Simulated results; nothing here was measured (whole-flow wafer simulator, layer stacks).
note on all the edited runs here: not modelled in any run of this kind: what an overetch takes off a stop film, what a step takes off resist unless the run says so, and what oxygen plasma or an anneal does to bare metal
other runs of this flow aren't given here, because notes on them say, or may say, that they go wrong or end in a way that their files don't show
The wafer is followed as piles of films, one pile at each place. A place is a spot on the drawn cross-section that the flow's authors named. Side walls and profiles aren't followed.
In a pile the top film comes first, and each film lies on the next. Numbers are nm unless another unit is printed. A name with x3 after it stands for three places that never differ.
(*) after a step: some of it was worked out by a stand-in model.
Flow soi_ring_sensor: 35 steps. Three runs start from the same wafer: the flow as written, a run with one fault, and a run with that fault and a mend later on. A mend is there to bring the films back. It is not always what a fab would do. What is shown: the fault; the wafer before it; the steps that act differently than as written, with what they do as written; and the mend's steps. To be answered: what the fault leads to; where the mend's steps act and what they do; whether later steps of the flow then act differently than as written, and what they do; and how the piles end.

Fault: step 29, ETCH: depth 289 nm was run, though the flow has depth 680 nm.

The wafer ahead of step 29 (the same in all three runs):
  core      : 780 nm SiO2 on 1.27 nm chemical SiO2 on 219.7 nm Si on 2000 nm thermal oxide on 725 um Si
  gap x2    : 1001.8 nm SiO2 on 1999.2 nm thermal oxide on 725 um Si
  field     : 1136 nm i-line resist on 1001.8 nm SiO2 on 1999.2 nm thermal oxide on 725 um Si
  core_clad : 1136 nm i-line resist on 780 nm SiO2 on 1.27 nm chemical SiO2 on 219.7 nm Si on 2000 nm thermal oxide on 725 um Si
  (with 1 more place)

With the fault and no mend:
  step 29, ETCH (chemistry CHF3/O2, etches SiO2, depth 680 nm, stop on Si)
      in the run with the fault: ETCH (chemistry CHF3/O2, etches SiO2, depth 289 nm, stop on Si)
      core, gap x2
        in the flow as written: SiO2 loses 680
        in the run with the fault: SiO2 loses 289
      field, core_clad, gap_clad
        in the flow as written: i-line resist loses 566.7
        in the run with the fault: i-line resist loses 240.8
  Steps further on in the flow that do not act as written:
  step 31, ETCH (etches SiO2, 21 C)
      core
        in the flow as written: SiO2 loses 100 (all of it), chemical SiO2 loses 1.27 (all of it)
        in the run with the fault: SiO2 loses 462
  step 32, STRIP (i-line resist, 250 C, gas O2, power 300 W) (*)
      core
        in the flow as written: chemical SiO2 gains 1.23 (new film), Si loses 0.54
        in the run with the fault: nothing
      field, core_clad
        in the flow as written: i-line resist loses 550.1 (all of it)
        in the run with the fault: i-line resist loses 875.9 (all of it)
  The piles end different from the flow's at core by more than 2% or 0.5 nm, whichever is larger.
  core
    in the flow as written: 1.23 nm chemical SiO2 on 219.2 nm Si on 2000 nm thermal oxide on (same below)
    in the run with the fault: 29 nm SiO2 on 1.27 nm chemical SiO2 on 219.7 nm Si on 2000 nm thermal oxide on (same below)

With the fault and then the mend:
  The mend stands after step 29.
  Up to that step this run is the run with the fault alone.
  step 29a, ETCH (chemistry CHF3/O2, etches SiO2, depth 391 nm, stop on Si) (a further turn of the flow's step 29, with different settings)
      core, gap x2
        SiO2 loses 391
      field, core_clad, gap_clad
        i-line resist loses 325.8
  Later steps of the flow that are run all act as written at every place that is followed.
  At every place that both follow, the piles at the end match the flow's.
